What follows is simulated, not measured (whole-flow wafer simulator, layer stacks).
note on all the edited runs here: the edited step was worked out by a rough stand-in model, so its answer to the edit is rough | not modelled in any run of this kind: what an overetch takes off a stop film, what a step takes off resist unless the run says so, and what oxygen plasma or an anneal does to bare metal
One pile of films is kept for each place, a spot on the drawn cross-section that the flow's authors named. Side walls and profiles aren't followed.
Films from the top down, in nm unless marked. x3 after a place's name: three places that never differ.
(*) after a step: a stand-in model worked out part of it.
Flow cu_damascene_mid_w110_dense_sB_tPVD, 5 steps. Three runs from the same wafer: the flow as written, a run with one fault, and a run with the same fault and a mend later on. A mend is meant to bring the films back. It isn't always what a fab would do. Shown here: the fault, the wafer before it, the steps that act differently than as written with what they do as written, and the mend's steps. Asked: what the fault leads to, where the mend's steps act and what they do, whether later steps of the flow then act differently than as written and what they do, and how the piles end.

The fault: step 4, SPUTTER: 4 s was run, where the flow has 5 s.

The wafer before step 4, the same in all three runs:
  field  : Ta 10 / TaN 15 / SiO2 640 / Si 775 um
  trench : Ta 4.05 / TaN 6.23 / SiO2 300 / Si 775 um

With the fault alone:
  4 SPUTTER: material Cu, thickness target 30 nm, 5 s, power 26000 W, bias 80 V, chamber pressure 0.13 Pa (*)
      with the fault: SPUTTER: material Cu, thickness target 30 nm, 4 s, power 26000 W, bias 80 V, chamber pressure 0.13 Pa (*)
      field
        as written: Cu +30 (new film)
        with the fault: Cu +24 (new film)
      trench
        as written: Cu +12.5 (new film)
        with the fault: Cu +9.98 (new film)
  No later step of the flow acts differently than as written, at any place that is followed, by more than 2% or 0.5 nm, whichever is larger.
  At the end the piles differ from the flow's by more than 2% or 0.5 nm, whichever is larger, at field.
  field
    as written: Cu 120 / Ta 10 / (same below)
    with the fault: Cu 114 / Ta 10 / (same below)

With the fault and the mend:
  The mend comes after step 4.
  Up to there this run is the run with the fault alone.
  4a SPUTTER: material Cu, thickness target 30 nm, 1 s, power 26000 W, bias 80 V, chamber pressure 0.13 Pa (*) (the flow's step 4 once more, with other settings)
      field
        Cu +6
      trench
        Cu +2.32
  No later step of the flow acts differently than as written, at any place that is followed, by more than 2% or 0.5 nm, whichever is larger.
  At the end the piles are the same as the flow's at every place that both follow.
